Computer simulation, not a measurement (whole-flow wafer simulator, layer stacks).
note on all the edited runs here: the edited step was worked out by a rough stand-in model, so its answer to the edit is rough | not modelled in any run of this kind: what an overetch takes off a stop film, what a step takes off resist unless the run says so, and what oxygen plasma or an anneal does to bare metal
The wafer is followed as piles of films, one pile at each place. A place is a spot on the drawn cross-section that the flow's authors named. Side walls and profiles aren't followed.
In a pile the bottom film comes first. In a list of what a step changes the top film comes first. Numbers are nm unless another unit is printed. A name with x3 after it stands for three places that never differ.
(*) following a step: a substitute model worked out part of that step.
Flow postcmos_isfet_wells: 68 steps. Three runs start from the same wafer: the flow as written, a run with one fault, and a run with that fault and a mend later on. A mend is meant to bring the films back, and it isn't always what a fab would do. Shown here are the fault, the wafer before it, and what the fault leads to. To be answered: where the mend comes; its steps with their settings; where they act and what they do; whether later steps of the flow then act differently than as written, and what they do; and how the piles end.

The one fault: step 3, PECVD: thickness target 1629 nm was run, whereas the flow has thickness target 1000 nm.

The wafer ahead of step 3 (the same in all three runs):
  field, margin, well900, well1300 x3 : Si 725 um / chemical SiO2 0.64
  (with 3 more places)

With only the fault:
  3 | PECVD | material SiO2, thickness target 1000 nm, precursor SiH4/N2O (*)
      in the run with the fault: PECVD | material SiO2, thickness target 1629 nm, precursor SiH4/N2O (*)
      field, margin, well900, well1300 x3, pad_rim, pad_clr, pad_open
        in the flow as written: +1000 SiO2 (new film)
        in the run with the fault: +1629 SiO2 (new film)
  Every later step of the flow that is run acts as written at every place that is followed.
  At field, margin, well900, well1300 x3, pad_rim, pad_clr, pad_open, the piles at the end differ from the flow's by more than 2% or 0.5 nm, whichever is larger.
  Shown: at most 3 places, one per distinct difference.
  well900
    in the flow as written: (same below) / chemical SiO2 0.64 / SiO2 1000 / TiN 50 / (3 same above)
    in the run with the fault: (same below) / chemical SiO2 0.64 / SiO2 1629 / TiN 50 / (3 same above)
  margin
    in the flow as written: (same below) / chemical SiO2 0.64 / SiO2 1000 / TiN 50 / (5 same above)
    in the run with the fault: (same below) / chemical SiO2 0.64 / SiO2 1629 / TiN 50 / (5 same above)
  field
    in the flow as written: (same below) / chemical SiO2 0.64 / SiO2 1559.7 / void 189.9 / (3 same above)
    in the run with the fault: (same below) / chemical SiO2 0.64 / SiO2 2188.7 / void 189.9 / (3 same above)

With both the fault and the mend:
  The mend stands after step 3.
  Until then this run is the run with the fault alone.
  3a | ETCH | chemistry boe, depth target 1873 nm
      field, margin, well900, well1300 x3, pad_rim, pad_clr, pad_open
        -1629 SiO2 (all of it), -0.64 chemical SiO2 (all of it)
  3b | PECVD | material SiO2, thickness target 1000 nm, precursor SiH4/N2O (the flow's step 3 again)
      field, margin, well900, well1300 x3, pad_rim, pad_clr, pad_open
        +1000 SiO2 (new film)
  Every later step of the flow that is run acts as written at every place that is followed.
  At field, margin, well900, well1300 x3, pad_rim, pad_clr, pad_open, the piles at the end differ from the flow's by more than 2% or 0.5 nm, whichever is larger.
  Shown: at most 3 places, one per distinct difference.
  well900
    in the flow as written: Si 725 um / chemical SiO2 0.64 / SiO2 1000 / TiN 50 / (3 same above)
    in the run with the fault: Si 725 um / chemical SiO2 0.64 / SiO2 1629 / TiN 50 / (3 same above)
    in the run with the mend: Si 725 um / SiO2 1000 / TiN 50 / (3 same above)
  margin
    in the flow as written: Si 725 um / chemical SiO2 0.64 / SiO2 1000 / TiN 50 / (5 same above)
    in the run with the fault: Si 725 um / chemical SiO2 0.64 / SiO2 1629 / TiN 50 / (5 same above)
    in the run with the mend: Si 725 um / SiO2 1000 / TiN 50 / (5 same above)
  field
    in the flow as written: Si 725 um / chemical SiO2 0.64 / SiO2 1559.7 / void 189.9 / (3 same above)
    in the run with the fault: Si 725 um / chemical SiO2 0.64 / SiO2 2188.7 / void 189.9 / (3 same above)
    in the run with the mend: Si 725 um / SiO2 1559.7 / void 189.9 / (3 same above)
